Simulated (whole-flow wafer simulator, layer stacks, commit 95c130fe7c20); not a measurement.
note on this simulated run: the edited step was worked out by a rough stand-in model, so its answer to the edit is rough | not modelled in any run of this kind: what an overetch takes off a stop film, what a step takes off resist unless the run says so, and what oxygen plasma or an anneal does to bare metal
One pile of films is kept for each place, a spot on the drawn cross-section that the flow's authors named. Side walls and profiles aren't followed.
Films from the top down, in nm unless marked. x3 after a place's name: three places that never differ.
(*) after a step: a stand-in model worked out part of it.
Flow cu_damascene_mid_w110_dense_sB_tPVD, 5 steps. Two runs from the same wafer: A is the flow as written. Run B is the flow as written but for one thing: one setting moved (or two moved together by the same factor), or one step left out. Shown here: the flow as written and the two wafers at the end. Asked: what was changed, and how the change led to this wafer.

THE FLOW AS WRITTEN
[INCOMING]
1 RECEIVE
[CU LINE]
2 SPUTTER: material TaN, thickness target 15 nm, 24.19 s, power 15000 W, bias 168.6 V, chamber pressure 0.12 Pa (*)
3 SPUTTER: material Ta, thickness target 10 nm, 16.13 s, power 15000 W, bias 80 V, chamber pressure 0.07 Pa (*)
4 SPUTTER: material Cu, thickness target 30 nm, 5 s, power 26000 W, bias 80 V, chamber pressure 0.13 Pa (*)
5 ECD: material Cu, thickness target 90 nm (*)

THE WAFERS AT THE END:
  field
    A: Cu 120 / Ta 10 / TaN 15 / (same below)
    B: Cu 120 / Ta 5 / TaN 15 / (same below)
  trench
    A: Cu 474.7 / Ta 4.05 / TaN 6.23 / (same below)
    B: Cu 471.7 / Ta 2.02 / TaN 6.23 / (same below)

The cause: step 3, SPUTTER: thickness target 5 nm was run, where the flow has thickness target 10 nm; step 3, SPUTTER: 8.06 s was run, where the flow has 16.13 s.
It can be read off the wafer: field has Ta 5, and step 3 as written asks for 10 nm.

How the change led to this, step by step:
  3 SPUTTER: material Ta, thickness target 10 nm, 16.13 s, power 15000 W, bias 80 V, chamber pressure 0.07 Pa (*)
      field: A Ta +10 (new film) | B Ta +5 (new film)
      trench: A Ta +4.05 (new film) | B Ta +2.02 (new film)
